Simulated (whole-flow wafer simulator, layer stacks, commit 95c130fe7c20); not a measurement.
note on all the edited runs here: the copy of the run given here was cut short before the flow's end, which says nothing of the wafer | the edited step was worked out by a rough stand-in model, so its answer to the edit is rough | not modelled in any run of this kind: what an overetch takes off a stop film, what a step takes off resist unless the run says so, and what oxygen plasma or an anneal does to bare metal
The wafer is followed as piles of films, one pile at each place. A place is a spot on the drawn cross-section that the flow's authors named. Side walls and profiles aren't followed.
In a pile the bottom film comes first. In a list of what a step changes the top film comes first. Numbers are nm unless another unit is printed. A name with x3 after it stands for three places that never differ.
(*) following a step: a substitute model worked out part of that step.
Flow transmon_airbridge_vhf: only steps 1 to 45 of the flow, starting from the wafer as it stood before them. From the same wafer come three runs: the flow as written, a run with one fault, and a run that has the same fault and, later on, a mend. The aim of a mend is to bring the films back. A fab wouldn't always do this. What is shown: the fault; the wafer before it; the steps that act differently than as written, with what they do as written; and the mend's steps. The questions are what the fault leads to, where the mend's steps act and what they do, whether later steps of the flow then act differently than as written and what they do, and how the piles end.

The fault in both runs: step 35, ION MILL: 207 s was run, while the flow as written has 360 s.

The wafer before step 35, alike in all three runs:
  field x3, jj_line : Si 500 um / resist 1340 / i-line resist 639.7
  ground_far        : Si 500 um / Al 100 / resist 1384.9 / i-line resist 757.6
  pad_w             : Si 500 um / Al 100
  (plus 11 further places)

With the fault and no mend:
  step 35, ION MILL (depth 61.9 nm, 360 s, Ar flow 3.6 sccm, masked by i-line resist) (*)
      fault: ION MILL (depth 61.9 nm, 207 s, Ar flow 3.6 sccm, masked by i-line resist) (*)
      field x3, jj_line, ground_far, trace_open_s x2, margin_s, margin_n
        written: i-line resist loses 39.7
        fault: i-line resist loses 22.8
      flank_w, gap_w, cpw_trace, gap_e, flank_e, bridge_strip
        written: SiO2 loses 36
        fault: SiO2 loses 20.7
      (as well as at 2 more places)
  Steps later in the flow that act otherwise than as written (not shown: 3 more steps that differ only slightly, by at most 2% or 0.5 nm, whichever is larger):
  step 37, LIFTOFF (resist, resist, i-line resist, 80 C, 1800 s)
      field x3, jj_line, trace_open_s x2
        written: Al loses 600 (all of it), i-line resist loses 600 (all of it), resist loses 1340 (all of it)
        fault: Al loses 600 (all of it), i-line resist loses 616.9 (all of it), resist loses 1340 (all of it)
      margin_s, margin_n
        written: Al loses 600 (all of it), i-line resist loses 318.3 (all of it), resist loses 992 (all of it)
        fault: Al loses 600 (all of it), i-line resist loses 335.2 (all of it), resist loses 992 (all of it)
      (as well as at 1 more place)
  By the end, the piles at pad_w, pad_e depart from the flow's by more than 2% or 0.5 nm, whichever is larger.
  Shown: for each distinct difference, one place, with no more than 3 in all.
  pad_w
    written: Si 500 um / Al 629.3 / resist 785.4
    fault: Si 500 um / Al 655.7 / resist 781.2

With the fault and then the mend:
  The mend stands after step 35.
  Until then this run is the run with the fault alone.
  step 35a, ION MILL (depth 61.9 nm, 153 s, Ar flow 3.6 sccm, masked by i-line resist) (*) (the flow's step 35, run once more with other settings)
      field x3, jj_line, ground_far, trace_open_s x2, margin_s, margin_n
        i-line resist loses 16.9
      flank_w, gap_w, cpw_trace, gap_e, flank_e, bridge_strip
        SiO2 loses 15.3
      pad_w, pad_e
        Al loses 26.3
  Every later step of the flow that is run acts as written at every place that is followed.
  At every place that both follow, the piles at the end match the flow's.
